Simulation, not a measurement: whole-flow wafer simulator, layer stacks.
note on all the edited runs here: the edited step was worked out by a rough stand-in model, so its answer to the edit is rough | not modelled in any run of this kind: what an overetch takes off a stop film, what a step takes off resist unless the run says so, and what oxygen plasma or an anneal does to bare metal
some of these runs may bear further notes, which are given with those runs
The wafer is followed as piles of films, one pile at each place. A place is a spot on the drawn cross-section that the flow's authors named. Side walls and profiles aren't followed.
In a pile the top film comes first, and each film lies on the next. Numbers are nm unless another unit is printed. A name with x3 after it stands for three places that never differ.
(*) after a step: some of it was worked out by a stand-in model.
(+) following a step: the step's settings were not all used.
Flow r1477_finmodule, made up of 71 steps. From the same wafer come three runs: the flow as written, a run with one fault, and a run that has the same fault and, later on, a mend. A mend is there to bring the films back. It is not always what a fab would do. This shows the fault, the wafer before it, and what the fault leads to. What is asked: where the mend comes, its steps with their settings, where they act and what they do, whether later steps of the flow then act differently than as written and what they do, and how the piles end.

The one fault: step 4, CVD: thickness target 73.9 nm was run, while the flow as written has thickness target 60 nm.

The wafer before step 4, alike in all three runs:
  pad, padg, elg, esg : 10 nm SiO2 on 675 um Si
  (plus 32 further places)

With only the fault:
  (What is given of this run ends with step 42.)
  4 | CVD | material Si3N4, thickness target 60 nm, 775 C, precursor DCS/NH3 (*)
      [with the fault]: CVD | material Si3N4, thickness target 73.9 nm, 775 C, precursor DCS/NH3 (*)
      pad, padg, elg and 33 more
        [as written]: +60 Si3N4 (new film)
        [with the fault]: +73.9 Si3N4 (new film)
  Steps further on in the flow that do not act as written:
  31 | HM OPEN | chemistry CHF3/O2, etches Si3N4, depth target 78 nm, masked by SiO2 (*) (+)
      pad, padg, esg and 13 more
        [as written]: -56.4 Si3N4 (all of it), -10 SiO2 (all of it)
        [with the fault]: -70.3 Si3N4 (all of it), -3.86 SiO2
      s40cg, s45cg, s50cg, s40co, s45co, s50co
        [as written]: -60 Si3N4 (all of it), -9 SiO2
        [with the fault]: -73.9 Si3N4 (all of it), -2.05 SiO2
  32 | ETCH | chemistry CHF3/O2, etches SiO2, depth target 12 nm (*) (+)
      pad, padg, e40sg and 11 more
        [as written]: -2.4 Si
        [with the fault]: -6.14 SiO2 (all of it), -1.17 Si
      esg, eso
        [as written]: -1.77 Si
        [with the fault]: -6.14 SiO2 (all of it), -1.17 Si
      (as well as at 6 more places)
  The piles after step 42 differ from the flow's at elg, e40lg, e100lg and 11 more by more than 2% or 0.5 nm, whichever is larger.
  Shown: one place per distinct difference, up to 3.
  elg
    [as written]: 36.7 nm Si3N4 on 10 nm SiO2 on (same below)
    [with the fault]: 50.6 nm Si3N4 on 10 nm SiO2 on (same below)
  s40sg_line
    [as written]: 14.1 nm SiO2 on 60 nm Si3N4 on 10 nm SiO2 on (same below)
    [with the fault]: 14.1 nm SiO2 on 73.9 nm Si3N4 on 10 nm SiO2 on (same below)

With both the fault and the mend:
  After step 5 comes the mend.
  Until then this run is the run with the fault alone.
  5a | ETCH | chemistry h3po4, depth target 13.9 nm
      pad, padg, elg and 33 more
        -13.9 Si3N4
  Later steps of the flow that are run all act as written at every place that is followed.
  The piles end the same as the flow's at every place that both follow.
